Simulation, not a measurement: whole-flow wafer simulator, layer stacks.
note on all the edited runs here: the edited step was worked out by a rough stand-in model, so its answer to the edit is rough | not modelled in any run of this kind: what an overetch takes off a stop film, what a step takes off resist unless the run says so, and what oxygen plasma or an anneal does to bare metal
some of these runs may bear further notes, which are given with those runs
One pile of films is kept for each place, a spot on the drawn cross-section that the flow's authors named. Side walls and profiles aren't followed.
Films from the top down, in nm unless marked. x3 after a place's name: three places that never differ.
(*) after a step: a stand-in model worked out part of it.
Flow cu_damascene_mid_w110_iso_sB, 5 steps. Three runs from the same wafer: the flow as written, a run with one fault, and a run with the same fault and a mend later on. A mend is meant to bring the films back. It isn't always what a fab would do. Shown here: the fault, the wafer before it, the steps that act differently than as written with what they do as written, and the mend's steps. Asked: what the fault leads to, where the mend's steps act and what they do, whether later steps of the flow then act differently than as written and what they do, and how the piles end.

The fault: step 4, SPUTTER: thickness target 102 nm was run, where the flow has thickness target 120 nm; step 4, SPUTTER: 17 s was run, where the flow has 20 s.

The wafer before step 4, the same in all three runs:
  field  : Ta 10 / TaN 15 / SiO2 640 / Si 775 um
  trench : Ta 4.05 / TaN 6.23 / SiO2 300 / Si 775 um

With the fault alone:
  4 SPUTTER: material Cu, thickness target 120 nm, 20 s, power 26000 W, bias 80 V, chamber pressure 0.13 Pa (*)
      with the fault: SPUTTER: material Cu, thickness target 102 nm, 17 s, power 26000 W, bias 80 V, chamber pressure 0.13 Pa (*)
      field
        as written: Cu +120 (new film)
        with the fault: Cu +102 (new film)
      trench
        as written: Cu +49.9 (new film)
        with the fault: Cu +42.4 (new film)
  No later step of the flow acts differently than as written, at any place that is followed, by more than 2% or 0.5 nm, whichever is larger.
  At the end the piles differ from the flow's by more than 2% or 0.5 nm, whichever is larger, at field, trench.
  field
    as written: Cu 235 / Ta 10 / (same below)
    with the fault: Cu 217 / Ta 10 / (same below)
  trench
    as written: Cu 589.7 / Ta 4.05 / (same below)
    with the fault: Cu 571.7 / Ta 4.05 / (same below)

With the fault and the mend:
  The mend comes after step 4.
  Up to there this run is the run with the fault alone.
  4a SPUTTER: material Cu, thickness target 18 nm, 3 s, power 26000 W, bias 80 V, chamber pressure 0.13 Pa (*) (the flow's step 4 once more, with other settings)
      field
        Cu +18
      trench
        Cu +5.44
  No later step of the flow acts differently than as written, at any place that is followed, by more than 2% or 0.5 nm, whichever is larger.
  At the end the piles are the same as the flow's at every place that both follow.
